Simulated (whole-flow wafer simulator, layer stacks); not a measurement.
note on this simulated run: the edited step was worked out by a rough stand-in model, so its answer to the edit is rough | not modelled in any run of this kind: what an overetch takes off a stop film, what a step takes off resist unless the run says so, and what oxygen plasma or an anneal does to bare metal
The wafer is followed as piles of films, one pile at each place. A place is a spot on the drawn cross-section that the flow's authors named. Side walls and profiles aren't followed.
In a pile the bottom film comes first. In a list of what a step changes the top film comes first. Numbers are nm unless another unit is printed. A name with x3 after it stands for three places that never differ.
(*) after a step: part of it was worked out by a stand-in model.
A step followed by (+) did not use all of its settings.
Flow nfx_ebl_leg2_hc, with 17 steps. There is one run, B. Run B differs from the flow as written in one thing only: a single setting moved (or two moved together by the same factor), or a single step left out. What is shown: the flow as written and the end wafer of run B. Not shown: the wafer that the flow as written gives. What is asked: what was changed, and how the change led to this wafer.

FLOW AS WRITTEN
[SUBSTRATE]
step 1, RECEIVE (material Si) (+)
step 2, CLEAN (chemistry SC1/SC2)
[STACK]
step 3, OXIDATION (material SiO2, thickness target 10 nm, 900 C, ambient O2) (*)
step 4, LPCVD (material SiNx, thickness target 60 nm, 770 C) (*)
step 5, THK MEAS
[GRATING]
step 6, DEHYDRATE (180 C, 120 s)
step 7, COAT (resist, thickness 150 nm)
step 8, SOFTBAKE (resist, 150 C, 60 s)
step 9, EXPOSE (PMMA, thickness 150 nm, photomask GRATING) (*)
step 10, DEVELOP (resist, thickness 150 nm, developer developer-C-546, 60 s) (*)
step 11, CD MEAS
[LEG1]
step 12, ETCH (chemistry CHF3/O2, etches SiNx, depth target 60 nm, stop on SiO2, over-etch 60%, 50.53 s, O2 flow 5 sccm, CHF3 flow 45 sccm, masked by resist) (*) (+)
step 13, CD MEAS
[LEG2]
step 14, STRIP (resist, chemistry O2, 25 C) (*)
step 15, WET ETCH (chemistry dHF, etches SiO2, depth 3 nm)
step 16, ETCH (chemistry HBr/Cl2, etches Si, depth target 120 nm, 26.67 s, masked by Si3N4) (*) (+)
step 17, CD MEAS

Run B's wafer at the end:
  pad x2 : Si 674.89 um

What caused this: step 12, ETCH: depth target 45 nm was run, whereas the flow has depth target 60 nm; step 12, ETCH: 37.89 s was run, where the flow has 50.53 s.

Step by step, how the change led to this:
  step 12, ETCH (chemistry CHF3/O2, etches SiNx, depth target 60 nm, stop on SiO2, over-etch 60%, 50.53 s, O2 flow 5 sccm, CHF3 flow 45 sccm, masked by resist) (*) (+)
      pad x2: -60 SiNx (all of it), -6 SiO2 (it would be, as written: -60 SiNx (all of it), -10 SiO2 (all of it))
      field x2: -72 resist (it would be, as written: -96 resist)
  step 14, STRIP (resist, chemistry O2, 25 C) (*)
      pad x2: nothing (it would be, as written: +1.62 chemical SiO2 (new film), -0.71 Si)
      field x2: -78 resist (all of it) (it would be, as written: -54 resist (all of it))
  step 15, WET ETCH (chemistry dHF, etches SiO2, depth 3 nm)
      pad x2: -3 SiO2 (it would be, as written: -1.62 chemical SiO2 (all of it))
  step 16, ETCH (chemistry HBr/Cl2, etches Si, depth target 120 nm, 26.67 s, masked by Si3N4) (*) (+)
      pad x2: -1 SiO2 (all of it), -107 Si (it would be, as written: -120 Si)
